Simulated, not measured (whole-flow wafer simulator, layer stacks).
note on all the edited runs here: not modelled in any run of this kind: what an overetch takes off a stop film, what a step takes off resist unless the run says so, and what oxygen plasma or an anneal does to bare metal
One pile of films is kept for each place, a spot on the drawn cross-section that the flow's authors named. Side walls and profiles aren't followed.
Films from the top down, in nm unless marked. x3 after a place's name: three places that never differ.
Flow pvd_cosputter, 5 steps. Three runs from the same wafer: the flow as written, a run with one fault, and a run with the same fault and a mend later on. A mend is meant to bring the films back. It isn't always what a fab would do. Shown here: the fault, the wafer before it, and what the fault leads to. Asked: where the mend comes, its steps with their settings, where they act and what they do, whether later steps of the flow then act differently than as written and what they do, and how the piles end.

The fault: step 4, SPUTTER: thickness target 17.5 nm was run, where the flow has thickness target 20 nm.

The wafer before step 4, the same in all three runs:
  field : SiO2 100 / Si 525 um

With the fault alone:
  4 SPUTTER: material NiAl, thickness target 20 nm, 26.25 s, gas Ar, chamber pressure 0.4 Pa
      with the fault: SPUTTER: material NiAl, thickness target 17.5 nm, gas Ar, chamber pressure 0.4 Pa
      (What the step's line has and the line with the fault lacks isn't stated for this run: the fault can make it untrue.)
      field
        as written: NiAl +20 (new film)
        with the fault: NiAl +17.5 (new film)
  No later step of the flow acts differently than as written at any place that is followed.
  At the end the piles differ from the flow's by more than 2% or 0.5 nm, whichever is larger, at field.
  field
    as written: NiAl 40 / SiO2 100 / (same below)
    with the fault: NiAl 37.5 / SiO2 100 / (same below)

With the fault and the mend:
  The mend comes after step 4.
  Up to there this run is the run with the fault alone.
  4a SPUTTER: material NiAl, thickness target 2.5 nm, gas Ar, chamber pressure 0.4 Pa (the flow's step 4 once more, with other settings)
      field
        NiAl +2.5
  No later step of the flow acts differently than as written at any place that is followed.
  At the end the piles are the same as the flow's at every place that both follow.
